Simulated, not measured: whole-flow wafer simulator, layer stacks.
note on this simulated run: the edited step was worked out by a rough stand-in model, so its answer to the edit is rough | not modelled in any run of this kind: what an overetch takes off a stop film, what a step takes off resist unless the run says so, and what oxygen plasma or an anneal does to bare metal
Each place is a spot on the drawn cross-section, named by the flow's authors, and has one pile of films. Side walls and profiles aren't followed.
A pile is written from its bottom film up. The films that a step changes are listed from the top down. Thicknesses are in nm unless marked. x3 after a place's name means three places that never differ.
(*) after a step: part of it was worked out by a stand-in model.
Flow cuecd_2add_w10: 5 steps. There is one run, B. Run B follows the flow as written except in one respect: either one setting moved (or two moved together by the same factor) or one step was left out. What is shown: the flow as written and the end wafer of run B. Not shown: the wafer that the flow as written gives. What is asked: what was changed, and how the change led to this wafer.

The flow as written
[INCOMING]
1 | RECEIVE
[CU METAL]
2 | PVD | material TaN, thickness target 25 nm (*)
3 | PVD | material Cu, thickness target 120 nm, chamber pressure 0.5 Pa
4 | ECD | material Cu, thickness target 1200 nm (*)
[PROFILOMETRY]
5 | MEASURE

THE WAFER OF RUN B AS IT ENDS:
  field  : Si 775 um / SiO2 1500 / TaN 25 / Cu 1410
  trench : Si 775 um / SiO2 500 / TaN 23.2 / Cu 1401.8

Cause: step 4, ECD: thickness target 1290 nm was run, while the flow as written has thickness target 1200 nm.

The path from the change to this, step by step:
  4 | ECD | material Cu, thickness target 1200 nm (*)
      field, trench: Cu gains 1290 (it would be, as written: Cu gains 1200)
